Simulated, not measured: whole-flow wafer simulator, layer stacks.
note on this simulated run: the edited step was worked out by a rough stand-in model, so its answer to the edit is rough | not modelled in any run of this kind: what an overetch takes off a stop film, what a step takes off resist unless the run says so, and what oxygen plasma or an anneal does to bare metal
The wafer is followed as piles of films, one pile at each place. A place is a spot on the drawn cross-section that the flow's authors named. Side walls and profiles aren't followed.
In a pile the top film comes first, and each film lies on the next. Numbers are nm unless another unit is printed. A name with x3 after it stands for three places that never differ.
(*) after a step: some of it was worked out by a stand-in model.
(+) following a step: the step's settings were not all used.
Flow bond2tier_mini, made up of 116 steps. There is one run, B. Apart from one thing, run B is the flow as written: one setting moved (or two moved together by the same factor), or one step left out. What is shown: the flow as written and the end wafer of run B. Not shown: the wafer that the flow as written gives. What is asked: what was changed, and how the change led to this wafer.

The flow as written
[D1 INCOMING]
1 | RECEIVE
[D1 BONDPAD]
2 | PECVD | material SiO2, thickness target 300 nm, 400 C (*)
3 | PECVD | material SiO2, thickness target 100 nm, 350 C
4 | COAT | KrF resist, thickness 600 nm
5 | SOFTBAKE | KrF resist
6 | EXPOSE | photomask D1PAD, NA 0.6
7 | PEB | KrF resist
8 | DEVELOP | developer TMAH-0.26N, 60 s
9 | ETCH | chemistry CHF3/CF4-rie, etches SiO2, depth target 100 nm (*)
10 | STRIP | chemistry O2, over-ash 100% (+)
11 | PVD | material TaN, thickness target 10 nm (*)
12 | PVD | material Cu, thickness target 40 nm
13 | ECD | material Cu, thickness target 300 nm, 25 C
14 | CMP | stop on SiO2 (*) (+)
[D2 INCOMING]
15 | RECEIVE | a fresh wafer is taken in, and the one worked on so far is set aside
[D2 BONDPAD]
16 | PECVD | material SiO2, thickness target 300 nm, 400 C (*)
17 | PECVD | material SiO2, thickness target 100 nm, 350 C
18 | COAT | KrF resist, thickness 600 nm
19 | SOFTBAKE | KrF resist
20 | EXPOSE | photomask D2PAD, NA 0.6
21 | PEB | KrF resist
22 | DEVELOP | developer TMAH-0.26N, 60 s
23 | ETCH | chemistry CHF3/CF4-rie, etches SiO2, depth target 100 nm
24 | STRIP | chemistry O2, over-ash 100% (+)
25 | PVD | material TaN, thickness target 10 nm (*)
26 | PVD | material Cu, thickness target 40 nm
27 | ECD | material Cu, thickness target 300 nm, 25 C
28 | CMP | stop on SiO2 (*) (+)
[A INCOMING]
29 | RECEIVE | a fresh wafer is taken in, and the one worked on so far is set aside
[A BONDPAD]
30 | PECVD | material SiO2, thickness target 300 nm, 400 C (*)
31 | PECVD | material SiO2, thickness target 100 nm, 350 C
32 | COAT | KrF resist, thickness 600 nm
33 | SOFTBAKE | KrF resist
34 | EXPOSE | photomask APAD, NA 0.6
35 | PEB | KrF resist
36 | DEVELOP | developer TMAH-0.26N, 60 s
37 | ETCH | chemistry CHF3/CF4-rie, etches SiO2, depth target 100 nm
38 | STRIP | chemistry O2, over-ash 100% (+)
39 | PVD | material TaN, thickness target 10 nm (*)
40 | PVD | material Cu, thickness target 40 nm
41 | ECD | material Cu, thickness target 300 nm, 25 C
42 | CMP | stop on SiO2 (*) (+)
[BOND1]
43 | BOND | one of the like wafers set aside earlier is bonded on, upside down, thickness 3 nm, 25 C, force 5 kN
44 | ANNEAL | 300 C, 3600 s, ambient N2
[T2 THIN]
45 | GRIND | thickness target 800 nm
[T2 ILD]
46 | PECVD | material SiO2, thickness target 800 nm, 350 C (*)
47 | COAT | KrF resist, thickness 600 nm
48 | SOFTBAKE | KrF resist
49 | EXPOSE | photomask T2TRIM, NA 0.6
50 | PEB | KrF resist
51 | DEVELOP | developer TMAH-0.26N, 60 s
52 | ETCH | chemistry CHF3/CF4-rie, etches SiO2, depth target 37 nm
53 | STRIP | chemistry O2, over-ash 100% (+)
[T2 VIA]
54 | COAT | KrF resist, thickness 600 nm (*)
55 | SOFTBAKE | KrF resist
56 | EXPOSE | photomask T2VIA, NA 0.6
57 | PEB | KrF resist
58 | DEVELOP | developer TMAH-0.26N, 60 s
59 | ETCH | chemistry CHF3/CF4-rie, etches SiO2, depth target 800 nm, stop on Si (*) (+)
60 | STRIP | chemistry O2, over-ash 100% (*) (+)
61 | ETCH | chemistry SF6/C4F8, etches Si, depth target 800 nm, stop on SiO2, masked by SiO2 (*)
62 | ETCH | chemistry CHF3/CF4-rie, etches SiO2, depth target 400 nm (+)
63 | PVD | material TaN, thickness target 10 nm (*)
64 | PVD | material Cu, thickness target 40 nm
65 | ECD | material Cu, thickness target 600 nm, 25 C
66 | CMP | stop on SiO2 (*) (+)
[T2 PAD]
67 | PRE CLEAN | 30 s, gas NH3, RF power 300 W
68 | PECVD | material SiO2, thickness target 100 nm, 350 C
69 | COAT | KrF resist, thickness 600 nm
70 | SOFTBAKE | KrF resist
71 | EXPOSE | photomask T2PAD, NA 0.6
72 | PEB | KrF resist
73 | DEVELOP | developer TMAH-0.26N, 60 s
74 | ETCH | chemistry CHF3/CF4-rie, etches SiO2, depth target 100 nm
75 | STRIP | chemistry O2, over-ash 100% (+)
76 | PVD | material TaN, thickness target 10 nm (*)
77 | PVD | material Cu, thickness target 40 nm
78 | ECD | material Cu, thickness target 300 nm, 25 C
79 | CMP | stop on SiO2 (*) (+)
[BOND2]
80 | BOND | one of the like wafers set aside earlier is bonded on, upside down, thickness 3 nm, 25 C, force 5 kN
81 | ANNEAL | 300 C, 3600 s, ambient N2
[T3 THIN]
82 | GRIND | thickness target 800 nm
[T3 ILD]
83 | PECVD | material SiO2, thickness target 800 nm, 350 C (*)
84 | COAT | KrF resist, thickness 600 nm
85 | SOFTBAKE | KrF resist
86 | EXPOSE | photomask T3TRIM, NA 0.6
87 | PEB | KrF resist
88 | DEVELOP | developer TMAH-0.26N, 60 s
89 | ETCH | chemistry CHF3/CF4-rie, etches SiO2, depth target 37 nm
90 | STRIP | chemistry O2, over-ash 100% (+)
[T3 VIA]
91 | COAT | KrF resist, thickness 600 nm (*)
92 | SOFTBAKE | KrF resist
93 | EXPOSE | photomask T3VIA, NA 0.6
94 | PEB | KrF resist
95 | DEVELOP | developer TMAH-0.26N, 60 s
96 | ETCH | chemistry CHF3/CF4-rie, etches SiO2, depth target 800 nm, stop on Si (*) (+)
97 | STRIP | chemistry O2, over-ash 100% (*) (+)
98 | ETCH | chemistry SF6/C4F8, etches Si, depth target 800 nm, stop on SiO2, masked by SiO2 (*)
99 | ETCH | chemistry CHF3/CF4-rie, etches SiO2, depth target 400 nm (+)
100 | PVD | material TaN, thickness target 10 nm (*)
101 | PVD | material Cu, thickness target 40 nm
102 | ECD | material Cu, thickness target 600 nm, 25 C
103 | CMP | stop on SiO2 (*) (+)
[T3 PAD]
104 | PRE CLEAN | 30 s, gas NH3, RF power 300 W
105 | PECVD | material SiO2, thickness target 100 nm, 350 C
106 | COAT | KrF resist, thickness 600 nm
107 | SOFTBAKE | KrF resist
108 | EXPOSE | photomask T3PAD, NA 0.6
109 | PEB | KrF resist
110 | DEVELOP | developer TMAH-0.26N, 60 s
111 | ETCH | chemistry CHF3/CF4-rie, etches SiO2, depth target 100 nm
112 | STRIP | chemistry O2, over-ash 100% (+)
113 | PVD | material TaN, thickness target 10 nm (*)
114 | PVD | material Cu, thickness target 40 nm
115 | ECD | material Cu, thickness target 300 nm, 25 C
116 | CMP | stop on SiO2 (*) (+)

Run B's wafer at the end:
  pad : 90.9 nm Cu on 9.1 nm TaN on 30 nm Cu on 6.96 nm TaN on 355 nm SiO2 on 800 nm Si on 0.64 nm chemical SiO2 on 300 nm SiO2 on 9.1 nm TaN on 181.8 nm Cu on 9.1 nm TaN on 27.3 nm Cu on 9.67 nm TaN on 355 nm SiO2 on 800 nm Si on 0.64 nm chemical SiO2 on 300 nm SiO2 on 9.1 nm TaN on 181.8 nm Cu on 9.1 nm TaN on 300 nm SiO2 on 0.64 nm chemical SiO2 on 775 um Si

Cause: step 100, PVD: thickness target 7.2 nm was run, while the flow as written has thickness target 10 nm.

How this came from the change, step by step:
  100 | PVD | material TaN, thickness target 10 nm (*)
      field: TaN gains 7.2 (new film) (it would be, as written: TaN gains 10 (new film))
      pad: TaN gains 6.96 (new film) (it would be, as written: TaN gains 9.67 (new film))
  103 | CMP | stop on SiO2 (*) (+)
      field: Cu loses 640 (all of it), TaN loses 7.2 (all of it) (it would be, as written: Cu loses 640 (all of it), TaN loses 10 (all of it))
